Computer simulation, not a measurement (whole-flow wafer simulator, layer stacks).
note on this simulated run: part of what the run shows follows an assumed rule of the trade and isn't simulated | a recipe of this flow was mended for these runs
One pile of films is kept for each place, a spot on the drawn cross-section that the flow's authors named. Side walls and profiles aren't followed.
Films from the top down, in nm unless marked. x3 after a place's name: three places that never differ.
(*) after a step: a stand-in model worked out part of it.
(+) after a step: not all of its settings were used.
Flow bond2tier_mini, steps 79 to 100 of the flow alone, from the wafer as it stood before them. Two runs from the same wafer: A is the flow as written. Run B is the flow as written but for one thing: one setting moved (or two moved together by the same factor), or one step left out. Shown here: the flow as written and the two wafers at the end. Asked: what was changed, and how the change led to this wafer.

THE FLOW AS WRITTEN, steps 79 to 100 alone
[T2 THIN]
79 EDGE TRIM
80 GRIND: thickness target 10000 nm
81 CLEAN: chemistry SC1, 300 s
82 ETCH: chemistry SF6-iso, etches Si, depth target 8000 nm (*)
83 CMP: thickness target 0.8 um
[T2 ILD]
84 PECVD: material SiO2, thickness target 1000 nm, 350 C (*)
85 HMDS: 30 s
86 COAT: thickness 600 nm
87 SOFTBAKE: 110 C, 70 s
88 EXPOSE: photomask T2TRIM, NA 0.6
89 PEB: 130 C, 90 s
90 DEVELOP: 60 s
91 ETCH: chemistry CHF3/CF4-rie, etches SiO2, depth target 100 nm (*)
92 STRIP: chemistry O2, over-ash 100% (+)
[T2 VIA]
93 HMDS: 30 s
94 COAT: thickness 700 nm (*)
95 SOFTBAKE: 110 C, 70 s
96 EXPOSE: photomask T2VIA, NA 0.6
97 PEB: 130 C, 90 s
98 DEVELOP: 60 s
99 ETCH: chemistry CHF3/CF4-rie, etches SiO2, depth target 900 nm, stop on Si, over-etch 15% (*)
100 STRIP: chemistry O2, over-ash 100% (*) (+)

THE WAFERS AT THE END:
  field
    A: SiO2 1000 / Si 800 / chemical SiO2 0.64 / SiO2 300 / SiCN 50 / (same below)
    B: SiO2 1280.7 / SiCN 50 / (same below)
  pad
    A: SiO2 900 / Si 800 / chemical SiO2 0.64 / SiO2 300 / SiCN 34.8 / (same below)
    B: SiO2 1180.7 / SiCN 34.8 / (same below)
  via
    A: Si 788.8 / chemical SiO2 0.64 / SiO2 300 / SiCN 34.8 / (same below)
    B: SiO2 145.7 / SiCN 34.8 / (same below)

The cause: step 80, GRIND: thickness target 6003 nm was run, where the flow has thickness target 10000 nm.

How the change led to this, step by step:
  80 GRIND: thickness target 10000 nm
      field, pad, via: A Si -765 um | B Si -769 um
  82 ETCH: chemistry SF6-iso, etches Si, depth target 8000 nm (*)
      field, pad, via: A chemical SiO2 -0.6 (all of it), Si -8000 | B chemical SiO2 -0.6 (all of it), Si -6002.7 (all of it), chemical SiO2 -0.64 (all of it), SiO2 -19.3
  83 CMP: thickness target 0.8 um
      field, pad, via: A Si -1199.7 | B nothing
  84 PECVD: material SiO2, thickness target 1000 nm, 350 C (*)
      field, pad, via: A SiO2 +1000 (new film) | B SiO2 +1000
  99 ETCH: chemistry CHF3/CF4-rie, etches SiO2, depth target 900 nm, stop on Si, over-etch 15% (*)
      via: A SiO2 -900 (all of it), Si -11.2 | B SiO2 -1035
